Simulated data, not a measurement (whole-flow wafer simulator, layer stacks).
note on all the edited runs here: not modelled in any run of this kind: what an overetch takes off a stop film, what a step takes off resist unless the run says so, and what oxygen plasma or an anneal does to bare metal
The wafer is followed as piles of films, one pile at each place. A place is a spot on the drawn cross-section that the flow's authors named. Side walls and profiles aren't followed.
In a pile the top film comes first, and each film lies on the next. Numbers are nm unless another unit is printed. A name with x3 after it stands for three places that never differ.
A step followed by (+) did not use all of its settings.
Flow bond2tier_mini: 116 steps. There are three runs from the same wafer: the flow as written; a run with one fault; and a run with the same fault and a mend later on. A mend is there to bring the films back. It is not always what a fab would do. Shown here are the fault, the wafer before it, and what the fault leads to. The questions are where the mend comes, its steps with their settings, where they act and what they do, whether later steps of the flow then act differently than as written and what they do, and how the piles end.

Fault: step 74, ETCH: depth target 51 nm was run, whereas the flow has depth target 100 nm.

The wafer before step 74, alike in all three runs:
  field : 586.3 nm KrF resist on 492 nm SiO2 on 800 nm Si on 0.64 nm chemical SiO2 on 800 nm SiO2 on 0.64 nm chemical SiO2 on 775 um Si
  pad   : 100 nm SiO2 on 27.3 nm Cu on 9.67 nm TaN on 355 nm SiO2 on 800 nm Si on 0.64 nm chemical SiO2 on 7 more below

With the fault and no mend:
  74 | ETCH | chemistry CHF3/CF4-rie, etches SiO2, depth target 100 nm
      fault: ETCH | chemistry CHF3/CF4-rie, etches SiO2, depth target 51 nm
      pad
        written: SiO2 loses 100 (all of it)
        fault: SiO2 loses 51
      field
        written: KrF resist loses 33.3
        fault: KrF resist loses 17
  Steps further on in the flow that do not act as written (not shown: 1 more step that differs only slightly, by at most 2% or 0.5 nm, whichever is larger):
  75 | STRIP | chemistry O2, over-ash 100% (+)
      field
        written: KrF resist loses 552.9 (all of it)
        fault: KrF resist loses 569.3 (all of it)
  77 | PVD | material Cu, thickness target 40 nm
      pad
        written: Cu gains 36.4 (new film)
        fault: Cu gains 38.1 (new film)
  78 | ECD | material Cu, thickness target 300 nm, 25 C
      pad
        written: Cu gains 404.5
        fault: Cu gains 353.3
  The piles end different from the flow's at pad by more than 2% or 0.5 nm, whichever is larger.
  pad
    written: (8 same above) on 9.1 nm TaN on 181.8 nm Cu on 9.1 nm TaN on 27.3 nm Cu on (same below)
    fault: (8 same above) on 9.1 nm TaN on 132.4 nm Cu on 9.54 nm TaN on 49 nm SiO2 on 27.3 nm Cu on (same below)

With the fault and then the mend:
  After step 74 comes the mend.
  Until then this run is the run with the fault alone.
  74a | ETCH | chemistry CHF3/CF4-rie, etches SiO2, depth target 49 nm (a further turn of the flow's step 74, with different settings)
      field
        KrF resist loses 16.3
      pad
        SiO2 loses 49 (all of it)
  Every later step of the flow that is run acts as written at every place that is followed.
  At every place that both follow, the piles at the end match the flow's.
